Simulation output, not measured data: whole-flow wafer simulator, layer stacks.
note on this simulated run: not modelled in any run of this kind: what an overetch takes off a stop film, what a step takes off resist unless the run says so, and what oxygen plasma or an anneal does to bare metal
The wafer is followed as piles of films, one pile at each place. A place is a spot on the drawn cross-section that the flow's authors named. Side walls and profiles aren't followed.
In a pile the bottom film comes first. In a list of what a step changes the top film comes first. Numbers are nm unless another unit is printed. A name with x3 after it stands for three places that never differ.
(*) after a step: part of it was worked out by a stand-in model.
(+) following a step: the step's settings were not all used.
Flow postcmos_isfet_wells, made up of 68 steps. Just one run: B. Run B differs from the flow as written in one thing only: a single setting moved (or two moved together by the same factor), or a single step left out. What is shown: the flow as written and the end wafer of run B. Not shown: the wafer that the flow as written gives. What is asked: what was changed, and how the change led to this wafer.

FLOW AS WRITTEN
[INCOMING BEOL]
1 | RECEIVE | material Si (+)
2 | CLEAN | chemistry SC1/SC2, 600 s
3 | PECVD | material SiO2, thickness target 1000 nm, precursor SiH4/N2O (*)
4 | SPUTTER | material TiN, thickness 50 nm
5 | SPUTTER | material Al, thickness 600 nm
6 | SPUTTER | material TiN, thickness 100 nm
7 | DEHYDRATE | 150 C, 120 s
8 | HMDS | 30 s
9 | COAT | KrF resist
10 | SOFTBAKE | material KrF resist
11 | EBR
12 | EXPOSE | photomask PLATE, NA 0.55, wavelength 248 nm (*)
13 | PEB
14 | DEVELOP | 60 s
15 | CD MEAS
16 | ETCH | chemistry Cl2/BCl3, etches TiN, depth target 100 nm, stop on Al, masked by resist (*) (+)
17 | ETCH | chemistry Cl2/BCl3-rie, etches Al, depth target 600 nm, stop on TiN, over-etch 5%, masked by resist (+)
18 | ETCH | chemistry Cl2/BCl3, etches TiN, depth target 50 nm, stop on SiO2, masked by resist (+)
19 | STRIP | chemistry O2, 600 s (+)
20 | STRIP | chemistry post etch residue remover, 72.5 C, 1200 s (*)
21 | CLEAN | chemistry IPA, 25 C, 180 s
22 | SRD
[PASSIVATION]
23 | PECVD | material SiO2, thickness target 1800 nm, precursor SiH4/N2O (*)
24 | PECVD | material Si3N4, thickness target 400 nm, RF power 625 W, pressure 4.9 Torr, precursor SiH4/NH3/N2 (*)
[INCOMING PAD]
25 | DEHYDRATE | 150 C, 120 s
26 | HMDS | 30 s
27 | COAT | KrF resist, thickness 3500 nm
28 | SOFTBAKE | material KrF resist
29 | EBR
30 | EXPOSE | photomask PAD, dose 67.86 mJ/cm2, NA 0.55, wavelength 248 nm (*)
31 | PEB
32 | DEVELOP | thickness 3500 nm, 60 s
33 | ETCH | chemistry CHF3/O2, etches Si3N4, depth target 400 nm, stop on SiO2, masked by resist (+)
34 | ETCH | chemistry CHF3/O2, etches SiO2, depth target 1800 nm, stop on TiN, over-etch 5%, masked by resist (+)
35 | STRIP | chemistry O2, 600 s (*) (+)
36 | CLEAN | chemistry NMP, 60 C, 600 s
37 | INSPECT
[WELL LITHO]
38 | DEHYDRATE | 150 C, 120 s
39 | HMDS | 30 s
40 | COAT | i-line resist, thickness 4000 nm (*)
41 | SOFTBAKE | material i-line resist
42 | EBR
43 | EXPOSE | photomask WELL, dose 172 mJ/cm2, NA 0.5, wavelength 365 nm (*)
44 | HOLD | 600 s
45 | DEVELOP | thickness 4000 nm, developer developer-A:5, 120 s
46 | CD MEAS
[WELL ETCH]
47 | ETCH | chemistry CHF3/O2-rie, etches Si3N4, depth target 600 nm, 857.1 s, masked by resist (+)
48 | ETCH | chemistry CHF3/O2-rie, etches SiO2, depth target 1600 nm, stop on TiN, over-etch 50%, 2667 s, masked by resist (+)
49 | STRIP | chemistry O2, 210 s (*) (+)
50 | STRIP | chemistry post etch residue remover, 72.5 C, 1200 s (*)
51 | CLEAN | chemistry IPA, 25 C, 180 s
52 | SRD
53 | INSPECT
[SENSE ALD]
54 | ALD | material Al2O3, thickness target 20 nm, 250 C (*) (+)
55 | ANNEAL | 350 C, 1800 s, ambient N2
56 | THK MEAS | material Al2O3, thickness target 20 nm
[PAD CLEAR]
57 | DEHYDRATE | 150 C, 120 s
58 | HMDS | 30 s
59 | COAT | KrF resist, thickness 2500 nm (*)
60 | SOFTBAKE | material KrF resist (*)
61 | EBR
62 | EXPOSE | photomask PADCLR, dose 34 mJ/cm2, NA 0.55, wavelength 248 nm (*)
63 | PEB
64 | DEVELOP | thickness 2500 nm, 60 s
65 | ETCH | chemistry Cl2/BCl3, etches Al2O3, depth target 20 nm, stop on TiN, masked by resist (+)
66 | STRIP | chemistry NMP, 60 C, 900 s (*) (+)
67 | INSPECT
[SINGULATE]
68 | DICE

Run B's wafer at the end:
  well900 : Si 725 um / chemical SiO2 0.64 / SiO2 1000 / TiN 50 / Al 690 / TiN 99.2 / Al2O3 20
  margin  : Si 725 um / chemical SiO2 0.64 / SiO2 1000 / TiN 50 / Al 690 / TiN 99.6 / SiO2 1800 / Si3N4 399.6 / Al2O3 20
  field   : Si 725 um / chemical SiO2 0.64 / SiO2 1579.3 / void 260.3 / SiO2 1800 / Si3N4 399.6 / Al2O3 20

Cause: step 5, SPUTTER: thickness 690 nm was run, whereas the flow has thickness 600 nm; step 17, ETCH: depth target 690 nm was run, where the flow has depth target 600 nm.
One can read it off the wafer: well900 has Al 690, and step 5 as written asks for 600 nm.

How this came from the change, step by step:
  5 | SPUTTER | material Al, thickness 600 nm
      field, margin, well900 and 6 more: +690 Al (new film) (as written it would have been: +600 Al (new film))
  17 | ETCH | chemistry Cl2/BCl3-rie, etches Al, depth target 600 nm, stop on TiN, over-etch 5%, masked by resist (+)
      margin, well900, well1300, well2000, well3000, pad_rim, pad_clr, pad_open: -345 KrF resist (as written it would have been: -300 KrF resist)
      field: -690 Al (all of it) (as written it would have been: -600 Al (all of it))
  19 | STRIP | chemistry O2, 600 s (+)
      margin, well900, well1300, well2000, well3000, pad_rim, pad_clr, pad_open: -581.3 KrF resist (all of it) (as written it would have been: -626.3 KrF resist (all of it))
  23 | PECVD | material SiO2, thickness target 1800 nm, precursor SiH4/N2O (*)
      field: +1800 SiO2 (new film), +260.3 void (new film), +579.3 SiO2 (as written it would have been: +1800 SiO2 (new film), +189.9 void (new film), +559.7 SiO2)
